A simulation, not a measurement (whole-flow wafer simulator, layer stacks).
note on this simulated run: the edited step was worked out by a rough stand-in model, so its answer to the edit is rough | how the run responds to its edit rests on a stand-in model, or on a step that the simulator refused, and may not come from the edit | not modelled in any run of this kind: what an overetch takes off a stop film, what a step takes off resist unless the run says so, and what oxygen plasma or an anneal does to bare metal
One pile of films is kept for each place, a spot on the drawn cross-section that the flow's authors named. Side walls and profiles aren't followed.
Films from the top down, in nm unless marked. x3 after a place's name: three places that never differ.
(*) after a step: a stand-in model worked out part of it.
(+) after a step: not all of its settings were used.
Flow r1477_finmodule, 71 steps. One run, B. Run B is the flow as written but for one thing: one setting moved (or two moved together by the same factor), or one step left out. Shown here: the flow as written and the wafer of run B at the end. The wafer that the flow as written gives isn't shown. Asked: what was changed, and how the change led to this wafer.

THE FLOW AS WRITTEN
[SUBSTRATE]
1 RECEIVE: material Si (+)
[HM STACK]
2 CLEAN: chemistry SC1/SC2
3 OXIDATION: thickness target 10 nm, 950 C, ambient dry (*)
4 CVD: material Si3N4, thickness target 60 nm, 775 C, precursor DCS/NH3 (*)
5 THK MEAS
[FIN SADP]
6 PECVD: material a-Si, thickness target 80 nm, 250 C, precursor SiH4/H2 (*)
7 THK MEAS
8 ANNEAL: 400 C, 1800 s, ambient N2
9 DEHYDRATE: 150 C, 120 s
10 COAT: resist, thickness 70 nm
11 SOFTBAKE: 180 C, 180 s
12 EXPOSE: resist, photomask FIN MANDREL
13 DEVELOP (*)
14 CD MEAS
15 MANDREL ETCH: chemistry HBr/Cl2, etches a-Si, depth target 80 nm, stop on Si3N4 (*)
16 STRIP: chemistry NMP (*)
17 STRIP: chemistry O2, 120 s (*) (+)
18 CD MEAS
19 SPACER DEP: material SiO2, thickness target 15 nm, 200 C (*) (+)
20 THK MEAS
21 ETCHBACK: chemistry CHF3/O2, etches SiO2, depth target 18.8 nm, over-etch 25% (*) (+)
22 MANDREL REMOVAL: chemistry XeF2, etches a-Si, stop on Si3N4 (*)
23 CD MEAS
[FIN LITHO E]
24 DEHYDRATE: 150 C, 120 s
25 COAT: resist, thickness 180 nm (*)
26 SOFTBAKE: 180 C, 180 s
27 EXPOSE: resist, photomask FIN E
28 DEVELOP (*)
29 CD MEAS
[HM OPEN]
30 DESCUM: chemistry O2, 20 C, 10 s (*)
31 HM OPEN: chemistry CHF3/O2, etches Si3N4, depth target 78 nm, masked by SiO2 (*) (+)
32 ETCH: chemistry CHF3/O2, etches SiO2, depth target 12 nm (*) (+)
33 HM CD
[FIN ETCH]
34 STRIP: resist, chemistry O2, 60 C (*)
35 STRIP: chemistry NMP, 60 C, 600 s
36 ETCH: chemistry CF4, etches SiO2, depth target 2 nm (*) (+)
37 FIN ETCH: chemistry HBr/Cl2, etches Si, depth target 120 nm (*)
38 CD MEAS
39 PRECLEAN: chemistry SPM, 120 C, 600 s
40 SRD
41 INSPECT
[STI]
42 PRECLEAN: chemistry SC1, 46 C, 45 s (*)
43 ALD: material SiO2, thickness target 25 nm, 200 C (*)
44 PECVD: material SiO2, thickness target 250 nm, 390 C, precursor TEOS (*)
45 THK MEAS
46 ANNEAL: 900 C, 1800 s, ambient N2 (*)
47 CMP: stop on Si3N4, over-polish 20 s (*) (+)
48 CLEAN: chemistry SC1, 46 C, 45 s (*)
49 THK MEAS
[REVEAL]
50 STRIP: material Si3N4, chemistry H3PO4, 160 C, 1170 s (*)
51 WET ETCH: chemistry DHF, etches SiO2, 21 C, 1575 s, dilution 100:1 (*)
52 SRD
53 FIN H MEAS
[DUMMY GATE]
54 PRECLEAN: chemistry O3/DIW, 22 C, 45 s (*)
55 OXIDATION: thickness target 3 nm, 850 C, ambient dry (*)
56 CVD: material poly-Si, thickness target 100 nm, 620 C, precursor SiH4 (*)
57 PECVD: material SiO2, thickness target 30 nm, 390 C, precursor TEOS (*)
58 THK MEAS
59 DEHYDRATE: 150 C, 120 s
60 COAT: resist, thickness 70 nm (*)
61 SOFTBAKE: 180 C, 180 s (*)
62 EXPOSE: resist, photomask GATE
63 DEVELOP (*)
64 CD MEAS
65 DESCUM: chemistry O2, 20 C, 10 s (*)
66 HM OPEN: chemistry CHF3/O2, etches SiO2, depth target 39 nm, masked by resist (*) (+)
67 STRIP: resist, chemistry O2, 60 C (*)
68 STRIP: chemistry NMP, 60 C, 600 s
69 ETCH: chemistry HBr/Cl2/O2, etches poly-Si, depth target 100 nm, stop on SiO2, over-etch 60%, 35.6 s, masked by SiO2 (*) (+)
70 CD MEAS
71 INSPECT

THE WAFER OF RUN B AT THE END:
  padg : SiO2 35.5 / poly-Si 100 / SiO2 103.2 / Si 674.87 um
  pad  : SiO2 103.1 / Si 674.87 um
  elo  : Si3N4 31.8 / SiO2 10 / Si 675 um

The cause: step 57, PECVD: thickness target 40.8 nm was run, where the flow has thickness target 30 nm.

How the change led to this, step by step:
  57 PECVD: material SiO2, thickness target 30 nm, 390 C, precursor TEOS (*)
      pad, padg, elg and 33 more: SiO2 +40.8 (new film) (as written it would be: SiO2 +30 (new film))
  66 HM OPEN: chemistry CHF3/O2, etches SiO2, depth target 39 nm, masked by resist (*) (+)
      pad, elo, eso and 15 more: SiO2 -39 (as written it would be: SiO2 -30 (all of it), poly-Si -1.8)
  67 STRIP: resist, chemistry O2, 60 C (*)
      pad, elo, eso and 15 more: nothing (as written it would be: chemical SiO2 +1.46 (new film), poly-Si -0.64)
  69 ETCH: chemistry HBr/Cl2/O2, etches poly-Si, depth target 100 nm, stop on SiO2, over-etch 60%, 35.6 s, masked by SiO2 (*) (+)
      pad, eso, e40so and 8 more: SiO2 -1.8 (all of it), poly-Si -100 (all of it), SiO2 -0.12 (as written it would be: chemical SiO2 -1.46 (all of it), poly-Si -97.6 (all of it), SiO2 -0.42)
      elo, e40lo, e100lo, e200lo: SiO2 -1.8 (all of it), poly-Si -100 (all of it) (as written it would be: chemical SiO2 -1.46 (all of it), poly-Si -97.6 (all of it), Si3N4 -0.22)
      (and at 3 more places)
